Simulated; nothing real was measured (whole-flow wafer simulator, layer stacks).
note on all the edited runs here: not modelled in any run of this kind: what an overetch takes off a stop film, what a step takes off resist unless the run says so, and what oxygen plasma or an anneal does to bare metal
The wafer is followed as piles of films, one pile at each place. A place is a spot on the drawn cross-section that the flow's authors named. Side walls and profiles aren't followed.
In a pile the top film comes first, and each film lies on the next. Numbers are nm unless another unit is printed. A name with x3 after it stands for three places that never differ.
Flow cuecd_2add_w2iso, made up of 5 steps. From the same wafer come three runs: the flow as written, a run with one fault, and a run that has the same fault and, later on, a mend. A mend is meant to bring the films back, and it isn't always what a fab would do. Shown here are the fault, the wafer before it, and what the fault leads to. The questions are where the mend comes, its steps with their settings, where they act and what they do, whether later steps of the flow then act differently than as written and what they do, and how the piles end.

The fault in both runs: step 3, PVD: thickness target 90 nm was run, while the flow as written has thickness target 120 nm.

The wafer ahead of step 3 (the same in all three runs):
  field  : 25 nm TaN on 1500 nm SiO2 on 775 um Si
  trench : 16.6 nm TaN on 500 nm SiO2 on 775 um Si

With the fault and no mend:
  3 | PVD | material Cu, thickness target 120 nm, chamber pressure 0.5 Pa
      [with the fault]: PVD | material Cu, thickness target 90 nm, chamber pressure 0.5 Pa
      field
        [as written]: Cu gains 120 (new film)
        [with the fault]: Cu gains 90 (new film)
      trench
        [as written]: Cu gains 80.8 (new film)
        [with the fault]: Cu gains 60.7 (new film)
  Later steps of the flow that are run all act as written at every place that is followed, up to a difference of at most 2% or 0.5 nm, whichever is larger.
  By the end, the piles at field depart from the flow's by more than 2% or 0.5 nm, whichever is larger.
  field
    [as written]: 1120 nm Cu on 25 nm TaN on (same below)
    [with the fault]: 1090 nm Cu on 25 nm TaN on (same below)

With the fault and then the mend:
  After step 3 comes the mend.
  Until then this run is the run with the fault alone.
  3a | PVD | material Cu, thickness target 30 nm, chamber pressure 0.5 Pa (the flow's step 3 again, with other settings)
      field
        Cu gains 30
      trench
        Cu gains 19.7
  Later steps of the flow that are run all act as written at every place that is followed, up to a difference of at most 2% or 0.5 nm, whichever is larger.
  At every place that both follow, the piles at the end match the flow's.
